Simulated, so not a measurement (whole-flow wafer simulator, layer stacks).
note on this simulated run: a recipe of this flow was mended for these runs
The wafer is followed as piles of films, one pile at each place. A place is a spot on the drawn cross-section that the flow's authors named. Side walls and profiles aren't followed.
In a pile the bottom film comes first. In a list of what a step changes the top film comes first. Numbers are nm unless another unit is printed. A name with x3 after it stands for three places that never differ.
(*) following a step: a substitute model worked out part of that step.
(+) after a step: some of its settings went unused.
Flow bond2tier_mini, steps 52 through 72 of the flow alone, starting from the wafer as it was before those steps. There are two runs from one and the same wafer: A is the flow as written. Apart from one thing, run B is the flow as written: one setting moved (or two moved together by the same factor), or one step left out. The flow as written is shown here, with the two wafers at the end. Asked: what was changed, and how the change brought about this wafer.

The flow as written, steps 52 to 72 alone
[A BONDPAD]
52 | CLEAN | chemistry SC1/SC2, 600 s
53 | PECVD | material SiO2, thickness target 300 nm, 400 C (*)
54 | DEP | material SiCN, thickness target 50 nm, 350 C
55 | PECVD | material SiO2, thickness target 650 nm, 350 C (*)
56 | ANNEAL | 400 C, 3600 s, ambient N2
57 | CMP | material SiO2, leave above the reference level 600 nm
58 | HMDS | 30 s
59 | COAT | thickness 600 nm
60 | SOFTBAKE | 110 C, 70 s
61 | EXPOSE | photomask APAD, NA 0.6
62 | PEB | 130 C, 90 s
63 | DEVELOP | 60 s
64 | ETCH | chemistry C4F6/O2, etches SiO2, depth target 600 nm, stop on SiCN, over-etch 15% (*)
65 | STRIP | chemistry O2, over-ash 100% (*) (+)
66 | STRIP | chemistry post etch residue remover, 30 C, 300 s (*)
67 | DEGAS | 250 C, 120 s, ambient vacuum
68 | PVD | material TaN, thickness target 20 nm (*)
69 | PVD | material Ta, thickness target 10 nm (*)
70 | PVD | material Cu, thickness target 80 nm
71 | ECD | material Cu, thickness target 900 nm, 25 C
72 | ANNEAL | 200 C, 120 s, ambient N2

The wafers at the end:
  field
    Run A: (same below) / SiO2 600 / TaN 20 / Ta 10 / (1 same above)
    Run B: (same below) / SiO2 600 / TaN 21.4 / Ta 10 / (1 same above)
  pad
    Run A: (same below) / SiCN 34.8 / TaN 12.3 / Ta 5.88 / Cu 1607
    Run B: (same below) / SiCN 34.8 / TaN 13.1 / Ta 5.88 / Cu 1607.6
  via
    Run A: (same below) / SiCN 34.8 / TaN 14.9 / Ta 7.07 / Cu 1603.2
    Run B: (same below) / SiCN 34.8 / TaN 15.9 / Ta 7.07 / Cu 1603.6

Cause: step 68, PVD: thickness target 21.4 nm was run, whereas the flow has thickness target 20 nm.
The wafer itself shows it: field has TaN 21.4, and step 68 as written asks for 20 nm.

Step by step, how the change led to this:
  68 | PVD | material TaN, thickness target 20 nm (*)
      field: A +20 TaN (new film) | B +21.4 TaN (new film)
      pad: A +12.3 TaN (new film) | B +13.1 TaN (new film)
      (as well as at 1 more place)
